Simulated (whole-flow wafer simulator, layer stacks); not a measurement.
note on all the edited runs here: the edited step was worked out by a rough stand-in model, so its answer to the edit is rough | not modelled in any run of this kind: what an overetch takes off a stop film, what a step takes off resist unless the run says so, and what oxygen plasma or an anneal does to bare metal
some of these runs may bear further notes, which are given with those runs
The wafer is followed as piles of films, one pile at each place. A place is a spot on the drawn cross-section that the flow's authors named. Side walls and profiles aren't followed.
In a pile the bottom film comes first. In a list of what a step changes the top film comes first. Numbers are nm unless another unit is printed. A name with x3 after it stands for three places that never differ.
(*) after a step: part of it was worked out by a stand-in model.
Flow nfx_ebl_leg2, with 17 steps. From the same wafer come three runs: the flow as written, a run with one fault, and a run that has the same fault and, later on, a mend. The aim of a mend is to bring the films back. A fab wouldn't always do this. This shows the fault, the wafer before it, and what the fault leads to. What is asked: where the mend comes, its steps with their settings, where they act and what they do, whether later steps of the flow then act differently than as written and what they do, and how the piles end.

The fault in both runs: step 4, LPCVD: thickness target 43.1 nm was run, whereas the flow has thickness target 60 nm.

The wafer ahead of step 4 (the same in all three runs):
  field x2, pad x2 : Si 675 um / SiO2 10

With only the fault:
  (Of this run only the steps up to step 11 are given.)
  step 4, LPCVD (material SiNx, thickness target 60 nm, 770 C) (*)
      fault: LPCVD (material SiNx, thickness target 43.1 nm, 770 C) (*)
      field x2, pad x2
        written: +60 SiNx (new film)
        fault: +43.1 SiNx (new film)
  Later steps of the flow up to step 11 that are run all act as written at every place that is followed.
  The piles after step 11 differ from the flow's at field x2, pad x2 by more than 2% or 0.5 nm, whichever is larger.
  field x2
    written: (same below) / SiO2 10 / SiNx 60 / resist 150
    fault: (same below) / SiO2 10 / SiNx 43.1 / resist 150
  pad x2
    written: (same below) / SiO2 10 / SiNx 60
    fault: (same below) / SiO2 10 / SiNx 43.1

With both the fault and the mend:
  After step 11 comes the mend.
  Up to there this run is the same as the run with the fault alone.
  step 11a, STRIP (resist, chemistry O2, 25 C) (*)
      field x2
        -150 resist (all of it)
  step 11b, CLEAN (chemistry SC1/SC2) (*) (the flow's step 2 again)
      leaves every film unchanged at each place that is followed
  step 11c, LPCVD (material SiNx, thickness target 16.9 nm, 770 C) (*) (the flow's step 4 again, with other settings)
      field x2, pad x2
        +16.9 SiNx
  step 11d, DEHYDRATE (180 C, 120 s) (the flow's step 6 again)
      leaves every film unchanged at each place that is followed
  step 11e, COAT (resist, thickness 150 nm) (the flow's step 7 again)
      field x2, pad x2
        +150 resist (new film)
  step 11f, SOFTBAKE (resist, 150 C, 60 s) (the flow's step 8 again)
      leaves every film unchanged at each place that is followed
  step 11g, EXPOSE (PMMA, thickness 150 nm, photomask GRATING) (*) (the flow's step 9 again)
      leaves every film unchanged at each place that is followed
  step 11h, DEVELOP (resist, thickness 150 nm, developer developer-C-546, 60 s) (*) (the flow's step 10 again)
      pad x2
        -150 resist (all of it)
  Later steps of the flow that are run all act as written at every place that is followed.
  By the end, the piles equal the flow's at every place that both follow.
